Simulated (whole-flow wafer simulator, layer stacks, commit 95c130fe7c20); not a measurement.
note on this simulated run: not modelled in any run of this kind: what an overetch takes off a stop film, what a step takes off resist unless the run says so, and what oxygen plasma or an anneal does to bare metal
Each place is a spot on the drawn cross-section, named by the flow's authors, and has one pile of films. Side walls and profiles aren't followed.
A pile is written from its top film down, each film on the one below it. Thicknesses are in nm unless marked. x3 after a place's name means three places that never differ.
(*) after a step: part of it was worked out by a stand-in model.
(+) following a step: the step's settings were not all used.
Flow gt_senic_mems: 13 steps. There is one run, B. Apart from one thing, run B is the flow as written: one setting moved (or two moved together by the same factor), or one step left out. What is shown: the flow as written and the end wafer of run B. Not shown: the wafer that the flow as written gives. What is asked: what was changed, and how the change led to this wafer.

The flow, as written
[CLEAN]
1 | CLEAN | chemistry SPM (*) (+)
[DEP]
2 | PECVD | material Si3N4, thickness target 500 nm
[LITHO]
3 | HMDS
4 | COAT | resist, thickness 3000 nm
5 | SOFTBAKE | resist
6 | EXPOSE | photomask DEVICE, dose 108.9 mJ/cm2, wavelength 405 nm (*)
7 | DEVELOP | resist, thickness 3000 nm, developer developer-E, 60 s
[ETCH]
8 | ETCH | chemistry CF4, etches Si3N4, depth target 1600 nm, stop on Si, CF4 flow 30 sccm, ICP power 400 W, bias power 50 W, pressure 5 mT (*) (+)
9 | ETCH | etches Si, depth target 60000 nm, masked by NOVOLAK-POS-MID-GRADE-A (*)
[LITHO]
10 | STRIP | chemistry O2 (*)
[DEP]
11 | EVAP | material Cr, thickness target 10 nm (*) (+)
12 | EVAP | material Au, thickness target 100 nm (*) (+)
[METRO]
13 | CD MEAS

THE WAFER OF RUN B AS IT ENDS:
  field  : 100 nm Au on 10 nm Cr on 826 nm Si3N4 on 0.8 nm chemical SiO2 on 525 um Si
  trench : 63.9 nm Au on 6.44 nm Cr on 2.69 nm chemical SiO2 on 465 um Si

The reason: step 2, PECVD: thickness target 826 nm was run, whereas the flow has thickness target 500 nm.
One can read it off the wafer: field has Si3N4 826, and step 2 as written asks for 500 nm.

How this came from the change, step by step:
  2 | PECVD | material Si3N4, thickness target 500 nm
      field, trench: +826 Si3N4 (new film) (in the flow as written it would be: +500 Si3N4 (new film))
  8 | ETCH | chemistry CF4, etches Si3N4, depth target 1600 nm, stop on Si, CF4 flow 30 sccm, ICP power 400 W, bias power 50 W, pressure 5 mT (*) (+)
      field: -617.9 resist (in the flow as written it would be: -400.5 resist)
      trench: -826 Si3N4 (all of it), -0.8 chemical SiO2 (all of it) (in the flow as written it would be: -500 Si3N4 (all of it), -0.8 chemical SiO2 (all of it))
  10 | STRIP | chemistry O2 (*)
      field: -1600 resist (all of it) (in the flow as written it would be: -1817.3 resist (all of it))
